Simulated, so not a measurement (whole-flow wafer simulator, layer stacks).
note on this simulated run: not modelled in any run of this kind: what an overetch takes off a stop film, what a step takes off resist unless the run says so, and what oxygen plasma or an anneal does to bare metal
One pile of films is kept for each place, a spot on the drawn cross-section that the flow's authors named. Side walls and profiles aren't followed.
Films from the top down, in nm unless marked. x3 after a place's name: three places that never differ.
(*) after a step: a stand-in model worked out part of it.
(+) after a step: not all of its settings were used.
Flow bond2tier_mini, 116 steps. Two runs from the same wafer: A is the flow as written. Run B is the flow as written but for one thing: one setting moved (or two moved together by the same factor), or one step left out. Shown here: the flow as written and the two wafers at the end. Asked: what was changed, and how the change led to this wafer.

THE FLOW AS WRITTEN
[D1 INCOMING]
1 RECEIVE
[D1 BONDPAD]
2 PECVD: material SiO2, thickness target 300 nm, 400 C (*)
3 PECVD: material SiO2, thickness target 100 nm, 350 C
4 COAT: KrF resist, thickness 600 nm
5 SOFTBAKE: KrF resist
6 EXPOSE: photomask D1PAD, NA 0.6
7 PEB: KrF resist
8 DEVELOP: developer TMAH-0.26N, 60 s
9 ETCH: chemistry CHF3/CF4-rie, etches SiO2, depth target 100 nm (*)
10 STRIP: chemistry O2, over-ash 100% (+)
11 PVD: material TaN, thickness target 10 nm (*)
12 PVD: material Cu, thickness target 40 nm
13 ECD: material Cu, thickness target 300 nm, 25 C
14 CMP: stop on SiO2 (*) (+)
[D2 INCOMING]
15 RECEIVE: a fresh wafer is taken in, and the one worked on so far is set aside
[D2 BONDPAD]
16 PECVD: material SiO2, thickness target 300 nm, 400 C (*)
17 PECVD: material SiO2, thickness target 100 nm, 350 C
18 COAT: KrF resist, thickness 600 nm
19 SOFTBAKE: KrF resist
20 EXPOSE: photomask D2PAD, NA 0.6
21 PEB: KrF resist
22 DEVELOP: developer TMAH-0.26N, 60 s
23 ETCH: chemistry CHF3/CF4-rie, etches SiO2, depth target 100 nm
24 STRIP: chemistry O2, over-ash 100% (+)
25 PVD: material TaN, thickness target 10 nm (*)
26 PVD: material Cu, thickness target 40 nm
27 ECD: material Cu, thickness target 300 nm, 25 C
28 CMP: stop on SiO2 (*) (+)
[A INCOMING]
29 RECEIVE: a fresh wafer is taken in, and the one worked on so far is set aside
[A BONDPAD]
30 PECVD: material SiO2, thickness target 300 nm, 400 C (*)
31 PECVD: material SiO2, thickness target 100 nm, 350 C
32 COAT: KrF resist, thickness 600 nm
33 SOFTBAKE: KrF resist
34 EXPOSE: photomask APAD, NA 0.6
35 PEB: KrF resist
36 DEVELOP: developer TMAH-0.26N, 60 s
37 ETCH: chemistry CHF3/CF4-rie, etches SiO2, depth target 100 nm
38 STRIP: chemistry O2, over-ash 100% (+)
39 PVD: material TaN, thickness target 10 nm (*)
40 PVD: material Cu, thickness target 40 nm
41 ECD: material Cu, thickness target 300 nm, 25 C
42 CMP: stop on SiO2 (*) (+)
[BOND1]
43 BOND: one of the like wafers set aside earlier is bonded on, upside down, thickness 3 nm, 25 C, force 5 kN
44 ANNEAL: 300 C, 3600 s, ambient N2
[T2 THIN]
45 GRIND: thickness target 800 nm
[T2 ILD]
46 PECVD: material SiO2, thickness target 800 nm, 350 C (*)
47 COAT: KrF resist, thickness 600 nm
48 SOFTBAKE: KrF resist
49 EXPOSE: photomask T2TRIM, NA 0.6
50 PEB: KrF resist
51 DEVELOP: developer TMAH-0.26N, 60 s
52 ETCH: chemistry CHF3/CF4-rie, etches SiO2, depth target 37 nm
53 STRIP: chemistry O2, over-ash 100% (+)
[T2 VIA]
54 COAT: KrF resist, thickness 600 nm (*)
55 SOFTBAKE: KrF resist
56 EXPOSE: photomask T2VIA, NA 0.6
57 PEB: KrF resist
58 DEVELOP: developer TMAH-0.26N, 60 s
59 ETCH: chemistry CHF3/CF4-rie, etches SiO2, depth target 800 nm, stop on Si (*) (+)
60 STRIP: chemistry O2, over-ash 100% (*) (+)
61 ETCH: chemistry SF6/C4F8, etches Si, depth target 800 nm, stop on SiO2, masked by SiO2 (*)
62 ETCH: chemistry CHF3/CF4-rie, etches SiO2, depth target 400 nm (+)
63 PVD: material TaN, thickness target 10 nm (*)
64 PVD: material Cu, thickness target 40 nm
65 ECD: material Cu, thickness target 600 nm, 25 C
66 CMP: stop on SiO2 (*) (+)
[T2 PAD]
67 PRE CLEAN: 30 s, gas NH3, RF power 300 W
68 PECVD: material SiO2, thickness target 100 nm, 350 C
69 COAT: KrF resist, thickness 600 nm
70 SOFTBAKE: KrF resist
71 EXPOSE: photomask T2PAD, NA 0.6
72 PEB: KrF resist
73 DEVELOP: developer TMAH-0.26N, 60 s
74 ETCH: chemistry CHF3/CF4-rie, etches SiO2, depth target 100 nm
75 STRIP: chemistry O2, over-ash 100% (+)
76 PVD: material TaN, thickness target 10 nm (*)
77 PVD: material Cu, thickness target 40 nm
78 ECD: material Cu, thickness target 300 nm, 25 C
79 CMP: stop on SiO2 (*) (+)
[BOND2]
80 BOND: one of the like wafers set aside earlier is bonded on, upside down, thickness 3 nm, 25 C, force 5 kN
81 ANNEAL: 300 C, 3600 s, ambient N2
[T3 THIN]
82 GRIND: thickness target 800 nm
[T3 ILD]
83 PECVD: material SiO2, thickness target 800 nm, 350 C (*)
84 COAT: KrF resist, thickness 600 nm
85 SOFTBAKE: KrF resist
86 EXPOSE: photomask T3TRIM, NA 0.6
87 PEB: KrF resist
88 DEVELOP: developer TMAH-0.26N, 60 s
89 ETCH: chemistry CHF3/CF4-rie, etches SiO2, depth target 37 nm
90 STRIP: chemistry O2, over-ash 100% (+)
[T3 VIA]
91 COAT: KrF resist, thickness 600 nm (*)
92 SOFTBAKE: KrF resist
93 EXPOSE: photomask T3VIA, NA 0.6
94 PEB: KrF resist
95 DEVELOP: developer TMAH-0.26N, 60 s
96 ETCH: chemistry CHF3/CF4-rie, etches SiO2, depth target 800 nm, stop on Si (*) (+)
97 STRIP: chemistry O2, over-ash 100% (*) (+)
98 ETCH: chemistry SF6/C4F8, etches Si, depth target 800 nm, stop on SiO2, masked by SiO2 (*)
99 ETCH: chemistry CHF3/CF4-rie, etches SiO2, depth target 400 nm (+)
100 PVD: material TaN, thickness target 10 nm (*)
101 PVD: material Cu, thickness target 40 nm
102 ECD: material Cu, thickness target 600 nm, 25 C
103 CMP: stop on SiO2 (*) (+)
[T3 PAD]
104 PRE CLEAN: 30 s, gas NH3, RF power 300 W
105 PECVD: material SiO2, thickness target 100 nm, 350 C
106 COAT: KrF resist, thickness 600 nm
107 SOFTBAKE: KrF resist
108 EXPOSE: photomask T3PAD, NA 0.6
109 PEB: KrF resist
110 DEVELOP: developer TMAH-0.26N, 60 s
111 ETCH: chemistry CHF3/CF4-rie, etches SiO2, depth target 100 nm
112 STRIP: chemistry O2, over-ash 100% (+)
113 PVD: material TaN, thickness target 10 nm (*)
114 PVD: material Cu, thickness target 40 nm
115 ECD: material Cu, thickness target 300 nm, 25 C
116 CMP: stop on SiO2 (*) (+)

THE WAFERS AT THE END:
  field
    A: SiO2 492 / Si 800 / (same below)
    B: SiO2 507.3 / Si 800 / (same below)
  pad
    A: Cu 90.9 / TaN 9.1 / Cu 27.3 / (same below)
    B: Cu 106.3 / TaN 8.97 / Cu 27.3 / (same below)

The cause: step 105, PECVD: thickness target 115.3 nm was run, where the flow has thickness target 100 nm; step 111, ETCH: depth target 115.3 nm was run, where the flow has depth target 100 nm.

How the change led to this, step by step:
  105 PECVD: material SiO2, thickness target 100 nm, 350 C
      field: A SiO2 +100 | B SiO2 +115.3
      pad: A SiO2 +100 (new film) | B SiO2 +115.3 (new film)
  111 ETCH: chemistry CHF3/CF4-rie, etches SiO2, depth target 100 nm
      field: A KrF resist -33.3 | B KrF resist -38.4
      pad: A SiO2 -100 (all of it) | B SiO2 -115.3 (all of it)
  115 ECD: material Cu, thickness target 300 nm, 25 C
      pad: A Cu +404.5 | B Cu +420.4
